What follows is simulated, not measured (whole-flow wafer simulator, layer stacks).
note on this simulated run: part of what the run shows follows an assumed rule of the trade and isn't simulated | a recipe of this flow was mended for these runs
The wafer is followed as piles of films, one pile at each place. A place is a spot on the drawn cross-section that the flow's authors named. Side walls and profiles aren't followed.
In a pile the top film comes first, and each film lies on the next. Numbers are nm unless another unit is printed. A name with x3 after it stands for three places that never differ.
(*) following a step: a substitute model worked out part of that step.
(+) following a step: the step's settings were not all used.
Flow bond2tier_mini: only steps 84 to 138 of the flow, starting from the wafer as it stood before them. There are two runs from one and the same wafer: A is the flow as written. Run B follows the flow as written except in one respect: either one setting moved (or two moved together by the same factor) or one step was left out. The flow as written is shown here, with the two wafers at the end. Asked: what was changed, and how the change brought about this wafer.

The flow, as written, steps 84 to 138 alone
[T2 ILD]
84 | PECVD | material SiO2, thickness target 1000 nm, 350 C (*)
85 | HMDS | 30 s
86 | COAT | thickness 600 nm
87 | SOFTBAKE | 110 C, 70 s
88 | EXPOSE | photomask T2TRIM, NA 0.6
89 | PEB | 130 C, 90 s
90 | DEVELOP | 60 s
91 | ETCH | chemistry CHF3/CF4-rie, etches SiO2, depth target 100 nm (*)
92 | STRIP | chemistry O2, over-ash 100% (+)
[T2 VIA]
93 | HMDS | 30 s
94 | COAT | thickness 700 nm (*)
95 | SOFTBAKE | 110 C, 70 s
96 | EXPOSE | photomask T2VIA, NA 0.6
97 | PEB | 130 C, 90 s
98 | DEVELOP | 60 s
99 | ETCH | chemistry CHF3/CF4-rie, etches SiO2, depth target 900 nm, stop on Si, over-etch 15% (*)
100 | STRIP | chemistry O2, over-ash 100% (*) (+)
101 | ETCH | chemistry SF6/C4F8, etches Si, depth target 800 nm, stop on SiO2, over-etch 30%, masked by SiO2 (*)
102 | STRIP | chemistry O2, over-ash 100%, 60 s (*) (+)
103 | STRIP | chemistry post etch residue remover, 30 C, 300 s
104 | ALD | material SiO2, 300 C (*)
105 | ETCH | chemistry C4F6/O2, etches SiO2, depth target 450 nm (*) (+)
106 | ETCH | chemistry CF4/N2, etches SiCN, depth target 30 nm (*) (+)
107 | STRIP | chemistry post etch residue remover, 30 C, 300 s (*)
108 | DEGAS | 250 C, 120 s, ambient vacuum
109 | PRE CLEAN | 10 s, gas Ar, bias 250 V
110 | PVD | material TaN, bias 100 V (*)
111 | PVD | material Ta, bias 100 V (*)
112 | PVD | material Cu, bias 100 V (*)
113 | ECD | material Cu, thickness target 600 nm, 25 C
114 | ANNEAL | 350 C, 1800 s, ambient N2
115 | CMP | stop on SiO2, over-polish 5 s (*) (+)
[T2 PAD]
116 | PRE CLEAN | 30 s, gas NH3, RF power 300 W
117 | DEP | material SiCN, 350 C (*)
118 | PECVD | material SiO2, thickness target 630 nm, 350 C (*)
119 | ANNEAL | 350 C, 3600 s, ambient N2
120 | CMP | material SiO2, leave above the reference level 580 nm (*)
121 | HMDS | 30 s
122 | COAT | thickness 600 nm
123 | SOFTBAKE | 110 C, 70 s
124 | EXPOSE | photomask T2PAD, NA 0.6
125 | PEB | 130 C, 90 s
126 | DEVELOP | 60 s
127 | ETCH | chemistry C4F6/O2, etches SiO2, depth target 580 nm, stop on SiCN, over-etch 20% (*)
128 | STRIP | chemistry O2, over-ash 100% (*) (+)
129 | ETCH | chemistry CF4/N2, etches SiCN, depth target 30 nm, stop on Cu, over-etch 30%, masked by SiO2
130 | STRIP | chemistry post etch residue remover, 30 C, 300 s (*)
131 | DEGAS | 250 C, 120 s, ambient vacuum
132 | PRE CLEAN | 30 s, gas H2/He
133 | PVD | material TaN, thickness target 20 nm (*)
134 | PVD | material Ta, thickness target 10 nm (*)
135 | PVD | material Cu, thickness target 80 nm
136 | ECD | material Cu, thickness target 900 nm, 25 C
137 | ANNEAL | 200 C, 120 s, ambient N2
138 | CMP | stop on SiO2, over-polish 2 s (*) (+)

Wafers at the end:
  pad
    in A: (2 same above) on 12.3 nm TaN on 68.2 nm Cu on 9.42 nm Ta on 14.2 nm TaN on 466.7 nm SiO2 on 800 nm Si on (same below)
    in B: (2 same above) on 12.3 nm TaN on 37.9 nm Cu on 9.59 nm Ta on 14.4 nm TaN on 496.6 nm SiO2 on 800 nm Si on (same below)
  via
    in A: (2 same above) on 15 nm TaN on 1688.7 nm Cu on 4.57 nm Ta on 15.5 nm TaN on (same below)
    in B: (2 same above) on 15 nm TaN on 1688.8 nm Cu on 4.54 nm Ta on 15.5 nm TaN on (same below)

The reason: step 91, ETCH: depth target 70.1 nm was run, whereas the flow has depth target 100 nm.

How this came from the change, step by step:
  91 | ETCH | chemistry CHF3/CF4-rie, etches SiO2, depth target 100 nm (*)
      pad, via: A -100 SiO2 | B -70.1 SiO2
      field: A -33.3 thick-KrF-resist | B -23.4 thick-KrF-resist
  99 | ETCH | chemistry CHF3/CF4-rie, etches SiO2, depth target 900 nm, stop on Si, over-etch 15% (*)
      via: A -900 SiO2 (all of it), -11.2 Si | B -929.9 SiO2 (all of it), -8.76 Si
  100 | STRIP | chemistry O2, over-ash 100% (*) (+)
      field: A -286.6 thick-KrF-resist (all of it) | B -298.9 thick-KrF-resist (all of it)
      pad: A -372.9 thick-KrF-resist (all of it) | B -360.1 thick-KrF-resist (all of it)
  113 | ECD | material Cu, thickness target 600 nm, 25 C
      pad: A +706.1 Cu | B +674.5 Cu
